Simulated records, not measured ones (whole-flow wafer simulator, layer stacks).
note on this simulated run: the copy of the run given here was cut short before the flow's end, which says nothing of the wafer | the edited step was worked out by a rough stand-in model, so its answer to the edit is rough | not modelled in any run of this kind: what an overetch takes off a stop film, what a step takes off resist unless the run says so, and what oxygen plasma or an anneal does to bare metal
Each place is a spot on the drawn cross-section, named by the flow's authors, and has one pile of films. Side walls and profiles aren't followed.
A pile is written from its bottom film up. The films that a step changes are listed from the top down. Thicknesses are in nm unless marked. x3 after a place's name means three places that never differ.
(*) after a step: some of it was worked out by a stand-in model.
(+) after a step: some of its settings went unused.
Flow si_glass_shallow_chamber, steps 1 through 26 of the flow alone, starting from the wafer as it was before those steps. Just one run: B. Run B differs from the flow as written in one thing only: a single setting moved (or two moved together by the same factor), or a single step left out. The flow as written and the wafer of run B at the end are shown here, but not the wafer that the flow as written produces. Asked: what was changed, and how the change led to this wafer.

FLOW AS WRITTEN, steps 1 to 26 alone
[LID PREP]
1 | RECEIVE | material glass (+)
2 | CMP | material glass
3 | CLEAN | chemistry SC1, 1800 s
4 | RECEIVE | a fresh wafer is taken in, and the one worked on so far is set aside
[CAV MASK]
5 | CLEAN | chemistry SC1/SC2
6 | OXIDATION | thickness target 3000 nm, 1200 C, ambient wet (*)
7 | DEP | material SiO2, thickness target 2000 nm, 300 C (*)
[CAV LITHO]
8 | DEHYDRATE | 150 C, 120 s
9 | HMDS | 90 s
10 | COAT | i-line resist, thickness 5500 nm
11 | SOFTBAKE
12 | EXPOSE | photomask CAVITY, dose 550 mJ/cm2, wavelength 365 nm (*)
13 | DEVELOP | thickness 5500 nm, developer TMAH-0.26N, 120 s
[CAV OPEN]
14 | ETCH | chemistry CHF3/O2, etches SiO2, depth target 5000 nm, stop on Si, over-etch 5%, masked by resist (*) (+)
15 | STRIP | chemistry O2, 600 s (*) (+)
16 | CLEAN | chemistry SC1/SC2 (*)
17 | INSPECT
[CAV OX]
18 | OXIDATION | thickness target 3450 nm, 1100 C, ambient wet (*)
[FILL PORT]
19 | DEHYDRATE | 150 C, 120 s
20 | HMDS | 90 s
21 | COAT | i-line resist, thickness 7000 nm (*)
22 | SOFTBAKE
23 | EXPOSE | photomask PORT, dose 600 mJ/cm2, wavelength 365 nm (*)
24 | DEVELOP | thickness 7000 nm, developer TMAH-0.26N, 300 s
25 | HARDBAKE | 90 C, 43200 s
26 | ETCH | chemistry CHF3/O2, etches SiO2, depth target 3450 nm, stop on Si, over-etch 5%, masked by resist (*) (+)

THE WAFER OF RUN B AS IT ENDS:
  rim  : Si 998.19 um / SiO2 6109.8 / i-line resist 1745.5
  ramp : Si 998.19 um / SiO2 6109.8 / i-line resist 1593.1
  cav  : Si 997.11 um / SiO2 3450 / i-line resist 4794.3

What caused this: step 26, ETCH: over-etch 3.62% was run, whereas the flow has over-etch 5%.

How this came from the change, step by step:
  26 | ETCH | chemistry CHF3/O2, etches SiO2, depth target 3450 nm, stop on Si, over-etch 5%, masked by resist (*) (+)
      port: SiO2 loses 3450 (all of it), Si loses 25 (in the flow as written it would be: SiO2 loses 3450 (all of it), Si loses 34.5)
